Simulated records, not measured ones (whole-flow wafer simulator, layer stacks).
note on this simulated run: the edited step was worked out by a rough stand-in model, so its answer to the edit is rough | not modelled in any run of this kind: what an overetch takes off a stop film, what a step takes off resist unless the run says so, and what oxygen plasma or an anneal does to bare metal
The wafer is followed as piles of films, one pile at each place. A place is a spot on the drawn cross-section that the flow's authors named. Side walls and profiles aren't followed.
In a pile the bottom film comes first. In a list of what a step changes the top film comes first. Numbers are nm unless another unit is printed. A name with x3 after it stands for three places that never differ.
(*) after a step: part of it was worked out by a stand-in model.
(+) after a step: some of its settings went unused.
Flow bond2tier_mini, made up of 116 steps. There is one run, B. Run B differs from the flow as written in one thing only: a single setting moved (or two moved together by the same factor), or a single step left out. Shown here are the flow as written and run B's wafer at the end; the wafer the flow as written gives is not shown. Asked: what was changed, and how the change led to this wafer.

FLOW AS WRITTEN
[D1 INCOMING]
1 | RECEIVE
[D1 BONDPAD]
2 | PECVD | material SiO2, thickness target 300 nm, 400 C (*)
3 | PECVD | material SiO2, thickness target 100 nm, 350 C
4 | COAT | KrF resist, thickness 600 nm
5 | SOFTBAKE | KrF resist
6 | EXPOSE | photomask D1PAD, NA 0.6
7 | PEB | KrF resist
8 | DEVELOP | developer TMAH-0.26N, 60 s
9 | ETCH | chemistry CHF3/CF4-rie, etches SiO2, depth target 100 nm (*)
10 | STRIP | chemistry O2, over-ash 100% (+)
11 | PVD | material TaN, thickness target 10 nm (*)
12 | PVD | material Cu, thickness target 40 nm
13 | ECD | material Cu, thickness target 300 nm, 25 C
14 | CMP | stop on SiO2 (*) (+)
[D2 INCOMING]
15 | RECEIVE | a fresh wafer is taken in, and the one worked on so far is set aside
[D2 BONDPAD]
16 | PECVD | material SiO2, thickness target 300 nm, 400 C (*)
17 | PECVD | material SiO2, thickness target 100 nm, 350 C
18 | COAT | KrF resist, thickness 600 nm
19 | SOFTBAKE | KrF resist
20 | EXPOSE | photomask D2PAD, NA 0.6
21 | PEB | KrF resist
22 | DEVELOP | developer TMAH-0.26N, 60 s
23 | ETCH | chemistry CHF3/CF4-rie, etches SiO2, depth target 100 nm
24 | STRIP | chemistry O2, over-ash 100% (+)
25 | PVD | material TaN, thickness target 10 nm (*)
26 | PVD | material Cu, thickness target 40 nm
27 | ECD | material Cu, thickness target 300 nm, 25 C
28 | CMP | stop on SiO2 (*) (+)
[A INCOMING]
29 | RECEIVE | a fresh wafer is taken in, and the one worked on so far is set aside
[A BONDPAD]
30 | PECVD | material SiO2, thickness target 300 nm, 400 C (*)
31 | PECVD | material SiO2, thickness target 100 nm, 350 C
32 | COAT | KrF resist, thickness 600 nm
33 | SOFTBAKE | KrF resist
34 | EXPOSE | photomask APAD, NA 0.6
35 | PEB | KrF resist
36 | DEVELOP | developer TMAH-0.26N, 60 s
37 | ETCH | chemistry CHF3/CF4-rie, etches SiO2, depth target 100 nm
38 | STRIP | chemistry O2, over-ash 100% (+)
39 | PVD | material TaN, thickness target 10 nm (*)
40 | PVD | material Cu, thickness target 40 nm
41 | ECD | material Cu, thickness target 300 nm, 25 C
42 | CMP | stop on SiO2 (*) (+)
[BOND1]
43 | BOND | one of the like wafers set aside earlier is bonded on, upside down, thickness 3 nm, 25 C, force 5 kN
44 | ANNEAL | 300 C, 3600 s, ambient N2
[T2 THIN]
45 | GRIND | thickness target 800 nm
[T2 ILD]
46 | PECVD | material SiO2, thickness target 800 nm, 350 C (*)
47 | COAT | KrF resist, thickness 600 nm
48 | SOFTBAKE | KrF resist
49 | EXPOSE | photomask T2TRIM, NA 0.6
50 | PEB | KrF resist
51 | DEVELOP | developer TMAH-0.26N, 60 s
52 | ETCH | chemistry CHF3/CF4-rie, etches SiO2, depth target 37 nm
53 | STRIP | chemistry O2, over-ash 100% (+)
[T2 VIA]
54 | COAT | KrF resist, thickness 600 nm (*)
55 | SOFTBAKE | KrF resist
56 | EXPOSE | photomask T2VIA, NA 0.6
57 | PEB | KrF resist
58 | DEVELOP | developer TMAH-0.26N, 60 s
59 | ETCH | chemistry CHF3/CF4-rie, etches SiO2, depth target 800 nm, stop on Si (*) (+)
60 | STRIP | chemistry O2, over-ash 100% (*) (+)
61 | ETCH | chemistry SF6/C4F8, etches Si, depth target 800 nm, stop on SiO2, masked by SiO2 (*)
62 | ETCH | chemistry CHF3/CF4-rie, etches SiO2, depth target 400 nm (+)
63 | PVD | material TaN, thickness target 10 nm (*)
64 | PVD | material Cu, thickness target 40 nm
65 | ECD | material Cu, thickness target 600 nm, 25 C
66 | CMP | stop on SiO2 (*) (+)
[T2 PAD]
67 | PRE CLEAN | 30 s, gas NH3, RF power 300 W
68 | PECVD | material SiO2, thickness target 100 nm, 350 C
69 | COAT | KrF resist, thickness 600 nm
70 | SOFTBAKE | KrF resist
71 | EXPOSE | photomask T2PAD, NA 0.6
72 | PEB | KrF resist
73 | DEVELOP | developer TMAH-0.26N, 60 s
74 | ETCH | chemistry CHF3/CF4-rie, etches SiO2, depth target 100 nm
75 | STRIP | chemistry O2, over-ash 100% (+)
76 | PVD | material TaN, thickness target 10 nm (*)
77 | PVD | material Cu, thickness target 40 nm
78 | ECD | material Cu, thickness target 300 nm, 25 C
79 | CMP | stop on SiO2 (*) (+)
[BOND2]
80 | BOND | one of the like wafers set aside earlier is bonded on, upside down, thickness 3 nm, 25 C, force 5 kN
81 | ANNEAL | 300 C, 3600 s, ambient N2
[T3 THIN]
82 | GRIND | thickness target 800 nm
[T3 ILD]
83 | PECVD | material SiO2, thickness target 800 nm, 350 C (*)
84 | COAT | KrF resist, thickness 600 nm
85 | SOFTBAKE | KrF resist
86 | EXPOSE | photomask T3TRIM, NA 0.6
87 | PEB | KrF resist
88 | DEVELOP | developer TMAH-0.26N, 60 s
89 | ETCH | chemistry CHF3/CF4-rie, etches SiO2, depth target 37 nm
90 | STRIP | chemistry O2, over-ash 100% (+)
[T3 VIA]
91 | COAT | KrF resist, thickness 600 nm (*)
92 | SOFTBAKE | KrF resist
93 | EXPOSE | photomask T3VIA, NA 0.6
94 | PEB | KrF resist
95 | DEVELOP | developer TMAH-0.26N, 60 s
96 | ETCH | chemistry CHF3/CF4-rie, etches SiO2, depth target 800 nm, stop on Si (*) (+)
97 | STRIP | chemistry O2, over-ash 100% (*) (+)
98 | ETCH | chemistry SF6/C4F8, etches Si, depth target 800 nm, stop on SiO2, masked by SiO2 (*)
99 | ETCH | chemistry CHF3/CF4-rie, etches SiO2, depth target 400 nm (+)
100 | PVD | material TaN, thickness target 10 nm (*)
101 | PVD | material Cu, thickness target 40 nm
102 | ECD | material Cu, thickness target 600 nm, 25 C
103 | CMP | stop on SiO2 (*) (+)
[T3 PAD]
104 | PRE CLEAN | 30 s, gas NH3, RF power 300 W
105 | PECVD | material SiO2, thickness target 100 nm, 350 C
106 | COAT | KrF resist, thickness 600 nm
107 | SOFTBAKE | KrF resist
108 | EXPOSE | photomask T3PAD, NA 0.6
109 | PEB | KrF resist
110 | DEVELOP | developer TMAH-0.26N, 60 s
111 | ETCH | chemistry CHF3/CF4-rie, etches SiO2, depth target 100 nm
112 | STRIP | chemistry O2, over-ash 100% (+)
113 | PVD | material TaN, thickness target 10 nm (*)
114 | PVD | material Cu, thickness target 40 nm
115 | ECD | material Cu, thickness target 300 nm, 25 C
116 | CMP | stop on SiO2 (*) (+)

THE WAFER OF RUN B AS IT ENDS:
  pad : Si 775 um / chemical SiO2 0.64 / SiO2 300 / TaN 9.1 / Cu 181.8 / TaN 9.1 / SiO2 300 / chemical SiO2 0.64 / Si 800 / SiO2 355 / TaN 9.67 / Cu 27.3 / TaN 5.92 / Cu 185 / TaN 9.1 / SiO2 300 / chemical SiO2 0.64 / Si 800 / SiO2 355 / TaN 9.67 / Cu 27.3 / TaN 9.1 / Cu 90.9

The reason: step 76, PVD: thickness target 6.5 nm was run, while the flow as written has thickness target 10 nm.

How this came from the change, step by step:
  76 | PVD | material TaN, thickness target 10 nm (*)
      field: TaN gains 6.5 (new film) (as written it would have been: TaN gains 10 (new film))
      pad: TaN gains 5.92 (new film) (as written it would have been: TaN gains 9.1 (new film))
  79 | CMP | stop on SiO2 (*) (+)
      field: Cu loses 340 (all of it), TaN loses 6.5 (all of it) (as written it would have been: Cu loses 340 (all of it), TaN loses 10 (all of it))
